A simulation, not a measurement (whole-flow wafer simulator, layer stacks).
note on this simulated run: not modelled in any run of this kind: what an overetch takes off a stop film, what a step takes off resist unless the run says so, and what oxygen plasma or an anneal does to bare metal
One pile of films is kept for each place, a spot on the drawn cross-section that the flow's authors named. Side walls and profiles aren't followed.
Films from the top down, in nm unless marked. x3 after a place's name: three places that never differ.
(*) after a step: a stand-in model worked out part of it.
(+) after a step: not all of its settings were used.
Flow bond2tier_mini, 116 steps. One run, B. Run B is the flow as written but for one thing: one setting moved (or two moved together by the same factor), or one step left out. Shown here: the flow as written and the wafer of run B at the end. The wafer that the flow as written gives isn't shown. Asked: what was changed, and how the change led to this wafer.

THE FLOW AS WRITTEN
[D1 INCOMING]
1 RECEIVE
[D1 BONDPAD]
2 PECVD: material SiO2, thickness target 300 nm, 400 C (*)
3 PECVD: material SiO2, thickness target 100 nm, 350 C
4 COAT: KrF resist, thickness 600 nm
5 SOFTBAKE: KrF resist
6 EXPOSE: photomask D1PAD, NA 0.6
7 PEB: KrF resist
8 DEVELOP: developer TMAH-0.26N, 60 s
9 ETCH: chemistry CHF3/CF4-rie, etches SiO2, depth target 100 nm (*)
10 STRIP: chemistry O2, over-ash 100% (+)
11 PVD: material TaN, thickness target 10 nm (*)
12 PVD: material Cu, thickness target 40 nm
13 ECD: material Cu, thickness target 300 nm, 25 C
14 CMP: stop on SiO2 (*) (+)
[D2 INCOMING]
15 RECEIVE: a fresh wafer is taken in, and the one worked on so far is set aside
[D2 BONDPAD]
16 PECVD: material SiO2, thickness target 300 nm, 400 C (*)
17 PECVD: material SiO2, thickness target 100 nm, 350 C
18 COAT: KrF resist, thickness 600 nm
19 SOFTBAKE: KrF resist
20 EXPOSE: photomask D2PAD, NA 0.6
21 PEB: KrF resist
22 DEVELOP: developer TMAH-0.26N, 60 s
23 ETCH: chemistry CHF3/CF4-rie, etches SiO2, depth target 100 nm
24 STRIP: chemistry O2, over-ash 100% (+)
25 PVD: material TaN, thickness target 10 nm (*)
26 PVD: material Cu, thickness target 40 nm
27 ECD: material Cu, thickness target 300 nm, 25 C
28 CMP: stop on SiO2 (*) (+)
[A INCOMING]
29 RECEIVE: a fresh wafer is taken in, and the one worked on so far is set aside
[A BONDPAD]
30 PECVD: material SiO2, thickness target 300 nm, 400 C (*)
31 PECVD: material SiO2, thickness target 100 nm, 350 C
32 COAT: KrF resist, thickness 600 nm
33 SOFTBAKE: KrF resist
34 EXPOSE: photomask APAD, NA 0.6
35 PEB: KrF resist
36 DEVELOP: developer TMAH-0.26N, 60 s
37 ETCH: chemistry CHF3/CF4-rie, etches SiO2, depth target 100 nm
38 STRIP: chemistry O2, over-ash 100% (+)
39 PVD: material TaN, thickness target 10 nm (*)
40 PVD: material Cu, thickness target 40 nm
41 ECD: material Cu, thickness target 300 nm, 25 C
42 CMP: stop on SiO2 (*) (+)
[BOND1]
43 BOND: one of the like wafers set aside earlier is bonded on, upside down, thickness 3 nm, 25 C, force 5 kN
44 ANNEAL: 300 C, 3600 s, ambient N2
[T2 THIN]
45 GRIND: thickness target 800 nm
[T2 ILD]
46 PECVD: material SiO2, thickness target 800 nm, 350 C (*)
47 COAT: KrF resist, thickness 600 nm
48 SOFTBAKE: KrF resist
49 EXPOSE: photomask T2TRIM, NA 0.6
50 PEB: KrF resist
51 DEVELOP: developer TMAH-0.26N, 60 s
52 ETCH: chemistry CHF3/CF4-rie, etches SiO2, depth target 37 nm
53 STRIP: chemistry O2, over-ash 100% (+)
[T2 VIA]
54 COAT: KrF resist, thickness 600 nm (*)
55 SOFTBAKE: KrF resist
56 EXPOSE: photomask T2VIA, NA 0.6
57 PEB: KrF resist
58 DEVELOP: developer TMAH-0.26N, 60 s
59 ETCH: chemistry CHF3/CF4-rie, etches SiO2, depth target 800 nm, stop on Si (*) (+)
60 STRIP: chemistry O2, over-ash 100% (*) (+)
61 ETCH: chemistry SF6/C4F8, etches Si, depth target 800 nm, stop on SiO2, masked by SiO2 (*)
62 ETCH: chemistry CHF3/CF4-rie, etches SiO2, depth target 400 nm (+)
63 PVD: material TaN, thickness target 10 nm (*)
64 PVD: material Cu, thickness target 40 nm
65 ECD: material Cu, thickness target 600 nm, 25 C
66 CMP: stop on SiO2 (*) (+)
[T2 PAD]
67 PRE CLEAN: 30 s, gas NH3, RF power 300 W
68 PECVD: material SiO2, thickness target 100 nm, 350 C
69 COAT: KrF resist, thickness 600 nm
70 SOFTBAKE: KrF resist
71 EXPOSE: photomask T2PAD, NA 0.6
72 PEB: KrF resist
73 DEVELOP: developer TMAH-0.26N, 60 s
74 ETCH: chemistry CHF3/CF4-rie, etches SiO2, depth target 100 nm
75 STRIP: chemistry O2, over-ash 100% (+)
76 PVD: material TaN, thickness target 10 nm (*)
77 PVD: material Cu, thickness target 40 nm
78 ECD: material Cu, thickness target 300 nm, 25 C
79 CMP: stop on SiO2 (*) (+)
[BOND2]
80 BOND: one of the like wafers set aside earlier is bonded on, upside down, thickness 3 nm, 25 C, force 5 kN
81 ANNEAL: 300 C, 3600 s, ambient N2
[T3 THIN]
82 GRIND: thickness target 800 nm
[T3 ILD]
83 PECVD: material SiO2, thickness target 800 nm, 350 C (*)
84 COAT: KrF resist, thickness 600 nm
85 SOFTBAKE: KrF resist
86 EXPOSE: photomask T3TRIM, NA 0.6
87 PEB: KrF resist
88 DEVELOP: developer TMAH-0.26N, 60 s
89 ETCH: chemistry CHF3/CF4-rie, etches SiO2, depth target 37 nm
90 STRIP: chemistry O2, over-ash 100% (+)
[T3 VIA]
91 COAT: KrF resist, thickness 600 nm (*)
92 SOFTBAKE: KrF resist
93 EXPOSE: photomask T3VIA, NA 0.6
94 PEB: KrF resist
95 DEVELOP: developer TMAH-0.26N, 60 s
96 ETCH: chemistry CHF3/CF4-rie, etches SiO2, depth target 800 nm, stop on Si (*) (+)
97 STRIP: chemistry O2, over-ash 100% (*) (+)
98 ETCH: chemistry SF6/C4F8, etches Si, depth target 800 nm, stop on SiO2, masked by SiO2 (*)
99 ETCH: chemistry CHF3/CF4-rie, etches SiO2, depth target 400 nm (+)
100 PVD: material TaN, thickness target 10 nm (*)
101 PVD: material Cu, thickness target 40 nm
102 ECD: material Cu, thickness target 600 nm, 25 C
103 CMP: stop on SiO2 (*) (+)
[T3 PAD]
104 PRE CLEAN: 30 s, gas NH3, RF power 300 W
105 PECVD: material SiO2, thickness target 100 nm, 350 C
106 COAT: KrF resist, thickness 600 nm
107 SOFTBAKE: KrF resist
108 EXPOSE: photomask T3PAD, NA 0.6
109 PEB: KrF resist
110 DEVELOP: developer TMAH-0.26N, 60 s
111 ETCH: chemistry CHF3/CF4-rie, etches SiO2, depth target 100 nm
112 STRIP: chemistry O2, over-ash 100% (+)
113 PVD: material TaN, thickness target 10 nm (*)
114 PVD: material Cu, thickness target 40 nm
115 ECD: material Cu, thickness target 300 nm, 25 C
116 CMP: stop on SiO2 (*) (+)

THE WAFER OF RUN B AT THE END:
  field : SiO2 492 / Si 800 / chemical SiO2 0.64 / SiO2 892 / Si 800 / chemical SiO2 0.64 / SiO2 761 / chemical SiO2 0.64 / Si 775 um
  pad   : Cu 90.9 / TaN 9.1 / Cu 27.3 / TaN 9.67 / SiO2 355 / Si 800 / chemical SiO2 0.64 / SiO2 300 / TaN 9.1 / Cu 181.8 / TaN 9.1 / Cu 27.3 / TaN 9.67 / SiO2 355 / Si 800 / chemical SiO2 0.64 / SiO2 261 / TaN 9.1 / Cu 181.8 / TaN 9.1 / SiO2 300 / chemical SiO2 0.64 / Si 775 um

The cause: step 3, PECVD: thickness target 61 nm was run, where the flow has thickness target 100 nm.

How the change led to this, step by step:
  3 PECVD: material SiO2, thickness target 100 nm, 350 C
      field, pad, via: SiO2 +61 (as written it would be: SiO2 +100)
  43 BOND: one of the like wafers set aside earlier is bonded on, upside down, thickness 3 nm, 25 C, force 5 kN
      field: Si +775 um (new film), chemical SiO2 +0.64 (new film), SiO2 +361 (as written it would be: Si +775 um (new film), chemical SiO2 +0.64 (new film), SiO2 +400)
      pad: Si +775 um (new film), chemical SiO2 +0.64 (new film), SiO2 +261 (new film), TaN +9.1 (new film), Cu +90.9 (as written it would be: Si +775 um (new film), chemical SiO2 +0.64 (new film), SiO2 +300 (new film), TaN +9.1 (new film), Cu +90.9)
      (and at 1 more place)
